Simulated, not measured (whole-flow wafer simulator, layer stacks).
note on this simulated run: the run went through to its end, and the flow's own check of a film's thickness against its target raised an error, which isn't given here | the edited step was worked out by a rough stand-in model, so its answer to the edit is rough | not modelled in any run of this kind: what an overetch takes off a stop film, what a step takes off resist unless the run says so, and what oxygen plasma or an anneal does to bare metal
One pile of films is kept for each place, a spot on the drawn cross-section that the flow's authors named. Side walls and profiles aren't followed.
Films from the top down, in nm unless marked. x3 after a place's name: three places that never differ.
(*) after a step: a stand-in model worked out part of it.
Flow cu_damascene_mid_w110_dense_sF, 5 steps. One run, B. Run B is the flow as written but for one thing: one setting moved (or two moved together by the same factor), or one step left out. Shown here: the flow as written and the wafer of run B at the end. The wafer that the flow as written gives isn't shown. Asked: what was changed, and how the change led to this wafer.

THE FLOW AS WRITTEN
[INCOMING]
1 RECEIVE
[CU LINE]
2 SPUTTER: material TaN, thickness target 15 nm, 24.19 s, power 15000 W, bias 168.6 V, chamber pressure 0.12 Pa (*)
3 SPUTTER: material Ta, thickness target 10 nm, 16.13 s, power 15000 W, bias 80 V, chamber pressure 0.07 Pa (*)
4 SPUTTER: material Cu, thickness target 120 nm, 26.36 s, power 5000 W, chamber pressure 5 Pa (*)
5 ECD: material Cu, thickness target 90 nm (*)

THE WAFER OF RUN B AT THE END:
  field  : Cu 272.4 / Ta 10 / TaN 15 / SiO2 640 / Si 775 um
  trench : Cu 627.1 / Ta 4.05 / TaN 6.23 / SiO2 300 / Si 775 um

The cause: step 4, SPUTTER: 39.54 s was run, where the flow has 26.36 s.

How the change led to this, step by step:
  4 SPUTTER: material Cu, thickness target 120 nm, 26.36 s, power 5000 W, chamber pressure 5 Pa (*)
      field: Cu +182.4 (new film) (as written it would be: Cu +120 (new film))
      trench: Cu +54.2 (new film) (as written it would be: Cu +35.7 (new film))
  5 ECD: material Cu, thickness target 90 nm (*)
      trench: Cu +572.8 (as written it would be: Cu +529)
